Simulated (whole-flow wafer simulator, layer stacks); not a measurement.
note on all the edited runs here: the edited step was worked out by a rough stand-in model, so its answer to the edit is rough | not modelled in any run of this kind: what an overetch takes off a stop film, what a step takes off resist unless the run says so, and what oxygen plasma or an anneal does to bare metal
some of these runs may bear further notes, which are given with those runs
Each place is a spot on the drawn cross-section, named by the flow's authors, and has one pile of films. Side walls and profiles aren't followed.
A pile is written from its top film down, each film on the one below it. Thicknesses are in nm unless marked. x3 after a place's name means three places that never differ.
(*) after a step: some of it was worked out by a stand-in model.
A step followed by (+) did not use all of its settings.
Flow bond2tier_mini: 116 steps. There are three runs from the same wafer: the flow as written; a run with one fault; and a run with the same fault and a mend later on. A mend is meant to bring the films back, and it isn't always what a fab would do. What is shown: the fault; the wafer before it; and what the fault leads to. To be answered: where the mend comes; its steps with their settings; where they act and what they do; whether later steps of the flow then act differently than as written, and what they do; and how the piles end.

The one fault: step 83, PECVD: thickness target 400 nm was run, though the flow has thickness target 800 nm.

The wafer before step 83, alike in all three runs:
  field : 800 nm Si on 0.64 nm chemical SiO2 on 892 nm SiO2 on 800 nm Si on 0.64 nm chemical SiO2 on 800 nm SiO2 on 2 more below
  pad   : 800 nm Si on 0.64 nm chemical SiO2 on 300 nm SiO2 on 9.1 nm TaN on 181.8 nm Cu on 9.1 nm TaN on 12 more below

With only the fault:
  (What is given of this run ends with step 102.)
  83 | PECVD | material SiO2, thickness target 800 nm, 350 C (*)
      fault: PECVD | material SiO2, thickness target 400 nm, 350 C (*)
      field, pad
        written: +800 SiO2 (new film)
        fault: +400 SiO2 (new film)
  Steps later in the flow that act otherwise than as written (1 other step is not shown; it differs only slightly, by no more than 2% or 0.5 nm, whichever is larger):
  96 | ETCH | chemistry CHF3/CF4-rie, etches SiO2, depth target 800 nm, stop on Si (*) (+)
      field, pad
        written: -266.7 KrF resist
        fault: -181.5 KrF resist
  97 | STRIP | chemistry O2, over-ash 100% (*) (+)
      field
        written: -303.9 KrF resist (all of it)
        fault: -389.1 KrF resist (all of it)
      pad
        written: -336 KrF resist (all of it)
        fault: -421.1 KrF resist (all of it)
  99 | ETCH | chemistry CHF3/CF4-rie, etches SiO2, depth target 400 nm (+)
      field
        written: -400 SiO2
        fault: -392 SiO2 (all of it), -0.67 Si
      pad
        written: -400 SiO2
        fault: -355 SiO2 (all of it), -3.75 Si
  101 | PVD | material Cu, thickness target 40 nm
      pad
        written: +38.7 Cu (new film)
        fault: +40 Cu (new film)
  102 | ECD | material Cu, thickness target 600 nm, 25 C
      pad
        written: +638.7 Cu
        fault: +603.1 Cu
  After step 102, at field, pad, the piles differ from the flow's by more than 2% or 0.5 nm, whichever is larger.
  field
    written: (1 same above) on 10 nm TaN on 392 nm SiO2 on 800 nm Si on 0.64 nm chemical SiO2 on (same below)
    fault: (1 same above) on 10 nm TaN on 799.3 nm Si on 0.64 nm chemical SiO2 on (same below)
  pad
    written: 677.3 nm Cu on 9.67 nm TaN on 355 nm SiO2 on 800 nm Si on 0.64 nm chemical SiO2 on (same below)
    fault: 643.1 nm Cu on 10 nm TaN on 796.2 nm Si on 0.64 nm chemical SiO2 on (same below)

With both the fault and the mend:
  The mend stands after step 88.
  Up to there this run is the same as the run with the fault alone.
  88a | STRIP | chemistry O2, over-ash 100% (+)
      field
        -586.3 KrF resist (all of it)
  88b | PECVD | material SiO2, thickness target 400 nm, 350 C (*) (a further turn of the flow's step 83, with different settings)
      field, pad
        +400 SiO2
  88c | COAT | KrF resist, thickness 600 nm (a further turn of the flow's step 84)
      field, pad
        +600 KrF resist (new film)
  88d | SOFTBAKE | KrF resist (a further turn of the flow's step 85)
      alters no film at any place that is followed
  88e | EXPOSE | photomask T3TRIM, NA 0.6 (a further turn of the flow's step 86)
      alters no film at any place that is followed
  88f | PEB | KrF resist (a further turn of the flow's step 87)
      alters no film at any place that is followed
  88g | DEVELOP | developer TMAH-0.26N, 60 s (a further turn of the flow's step 88)
      field
        -13.7 KrF resist
      pad
        -600 KrF resist (all of it)
  Every later step of the flow that is run acts as written at every place that is followed.
  The piles end the same as the flow's at every place that both follow.
